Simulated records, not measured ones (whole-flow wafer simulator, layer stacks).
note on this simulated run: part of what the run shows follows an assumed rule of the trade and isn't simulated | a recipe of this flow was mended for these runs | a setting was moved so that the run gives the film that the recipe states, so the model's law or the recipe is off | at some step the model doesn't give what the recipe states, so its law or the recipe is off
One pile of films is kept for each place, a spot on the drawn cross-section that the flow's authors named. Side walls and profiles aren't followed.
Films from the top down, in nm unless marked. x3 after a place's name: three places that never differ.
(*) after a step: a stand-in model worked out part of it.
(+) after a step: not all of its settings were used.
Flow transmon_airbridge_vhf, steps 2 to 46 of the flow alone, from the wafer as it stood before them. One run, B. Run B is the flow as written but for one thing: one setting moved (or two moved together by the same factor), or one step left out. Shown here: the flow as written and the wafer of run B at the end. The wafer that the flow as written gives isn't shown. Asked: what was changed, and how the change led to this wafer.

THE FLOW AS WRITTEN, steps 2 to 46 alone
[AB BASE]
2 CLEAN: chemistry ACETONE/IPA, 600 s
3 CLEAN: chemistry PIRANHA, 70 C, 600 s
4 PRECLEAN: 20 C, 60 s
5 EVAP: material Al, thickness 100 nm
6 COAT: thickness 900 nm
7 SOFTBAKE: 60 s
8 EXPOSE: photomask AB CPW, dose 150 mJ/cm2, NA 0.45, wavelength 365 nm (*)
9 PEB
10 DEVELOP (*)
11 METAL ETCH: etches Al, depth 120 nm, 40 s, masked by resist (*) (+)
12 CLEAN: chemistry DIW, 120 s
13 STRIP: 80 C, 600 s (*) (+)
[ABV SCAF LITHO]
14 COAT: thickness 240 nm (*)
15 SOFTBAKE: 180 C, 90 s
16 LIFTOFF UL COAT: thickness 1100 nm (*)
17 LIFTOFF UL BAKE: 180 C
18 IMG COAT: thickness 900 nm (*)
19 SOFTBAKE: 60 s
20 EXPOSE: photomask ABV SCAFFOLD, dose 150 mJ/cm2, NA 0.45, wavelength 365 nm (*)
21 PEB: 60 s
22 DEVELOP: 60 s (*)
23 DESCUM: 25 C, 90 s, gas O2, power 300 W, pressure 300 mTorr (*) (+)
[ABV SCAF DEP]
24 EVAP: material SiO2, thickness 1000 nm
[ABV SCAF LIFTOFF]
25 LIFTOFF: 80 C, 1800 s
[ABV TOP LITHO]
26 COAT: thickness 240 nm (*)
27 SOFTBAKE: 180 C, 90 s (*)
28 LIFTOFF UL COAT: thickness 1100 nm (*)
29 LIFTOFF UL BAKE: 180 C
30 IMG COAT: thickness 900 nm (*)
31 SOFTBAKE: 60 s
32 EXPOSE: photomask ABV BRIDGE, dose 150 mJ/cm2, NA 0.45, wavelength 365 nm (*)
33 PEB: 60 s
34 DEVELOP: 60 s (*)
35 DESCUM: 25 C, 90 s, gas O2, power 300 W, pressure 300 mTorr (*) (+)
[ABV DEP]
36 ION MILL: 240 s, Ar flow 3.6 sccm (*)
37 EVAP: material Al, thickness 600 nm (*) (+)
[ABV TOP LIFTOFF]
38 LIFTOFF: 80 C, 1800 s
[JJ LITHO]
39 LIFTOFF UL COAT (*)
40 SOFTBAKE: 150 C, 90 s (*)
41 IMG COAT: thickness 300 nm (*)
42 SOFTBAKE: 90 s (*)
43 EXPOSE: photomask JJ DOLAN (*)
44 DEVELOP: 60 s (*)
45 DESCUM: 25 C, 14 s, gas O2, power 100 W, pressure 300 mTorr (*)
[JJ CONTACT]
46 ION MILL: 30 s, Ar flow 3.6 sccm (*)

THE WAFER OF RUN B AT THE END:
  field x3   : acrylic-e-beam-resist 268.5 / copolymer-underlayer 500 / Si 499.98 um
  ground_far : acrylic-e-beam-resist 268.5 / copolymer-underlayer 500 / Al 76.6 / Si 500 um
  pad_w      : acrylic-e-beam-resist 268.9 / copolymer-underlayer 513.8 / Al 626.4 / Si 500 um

The cause: step 5, EVAP: thickness 76.6 nm was run, where the flow has thickness 100 nm.
It can be read off the wafer: ground_far has Al 76.6, and step 5 as written asks for 100 nm.

How the change led to this, step by step:
  5 EVAP: material Al, thickness 100 nm
      field x3, jj_line, ground_far and 12 more: Al +76.6 (new film) (as written it would be: Al +100 (new film))
  11 METAL ETCH: etches Al, depth 120 nm, 40 s, masked by resist (*) (+)
      field x3, jj_line, gap_w, gap_e: Al -63.3 (all of it), Si -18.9 (as written it would be: Al -86.7 (all of it), Si -11.1)
